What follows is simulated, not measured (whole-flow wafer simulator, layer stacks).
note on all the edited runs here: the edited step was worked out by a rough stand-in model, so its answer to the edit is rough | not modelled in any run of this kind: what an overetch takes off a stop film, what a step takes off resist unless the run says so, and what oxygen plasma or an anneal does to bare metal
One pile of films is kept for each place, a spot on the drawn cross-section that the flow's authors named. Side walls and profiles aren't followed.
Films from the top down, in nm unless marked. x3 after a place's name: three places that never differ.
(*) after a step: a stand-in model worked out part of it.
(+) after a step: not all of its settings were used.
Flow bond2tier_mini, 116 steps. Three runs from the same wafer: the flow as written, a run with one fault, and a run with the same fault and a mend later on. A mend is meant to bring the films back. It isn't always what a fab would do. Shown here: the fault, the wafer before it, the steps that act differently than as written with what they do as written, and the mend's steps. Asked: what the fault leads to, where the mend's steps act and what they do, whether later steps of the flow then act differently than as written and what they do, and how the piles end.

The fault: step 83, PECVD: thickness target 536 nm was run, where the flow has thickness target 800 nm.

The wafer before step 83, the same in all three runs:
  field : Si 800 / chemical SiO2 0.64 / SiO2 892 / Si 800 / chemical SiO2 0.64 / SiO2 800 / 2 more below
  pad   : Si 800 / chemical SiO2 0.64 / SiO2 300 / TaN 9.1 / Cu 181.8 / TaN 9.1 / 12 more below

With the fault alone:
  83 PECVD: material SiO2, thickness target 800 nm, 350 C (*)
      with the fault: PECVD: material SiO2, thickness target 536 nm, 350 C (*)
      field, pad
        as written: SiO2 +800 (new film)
        with the fault: SiO2 +536 (new film)
  Later steps of the flow that act differently than as written:
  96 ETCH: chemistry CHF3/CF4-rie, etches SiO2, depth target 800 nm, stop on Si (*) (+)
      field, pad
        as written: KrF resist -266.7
        with the fault: KrF resist -249.5
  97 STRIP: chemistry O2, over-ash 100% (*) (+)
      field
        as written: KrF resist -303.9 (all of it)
        with the fault: KrF resist -321.1 (all of it)
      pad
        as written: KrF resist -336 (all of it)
        with the fault: KrF resist -353.1 (all of it)
  At the end the piles differ from the flow's by more than 2% or 0.5 nm, whichever is larger, at field, pad.
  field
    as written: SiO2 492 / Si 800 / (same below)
    with the fault: SiO2 228 / Si 800 / (same below)
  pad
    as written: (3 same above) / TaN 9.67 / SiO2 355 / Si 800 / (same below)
    with the fault: (3 same above) / TaN 9.67 / SiO2 91 / Si 800 / (same below)

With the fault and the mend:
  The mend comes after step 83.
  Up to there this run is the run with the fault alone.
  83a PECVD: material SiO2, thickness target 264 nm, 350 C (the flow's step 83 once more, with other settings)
      field, pad
        SiO2 +264
  No later step of the flow acts differently than as written at any place that is followed.
  At the end the piles are the same as the flow's at every place that both follow.
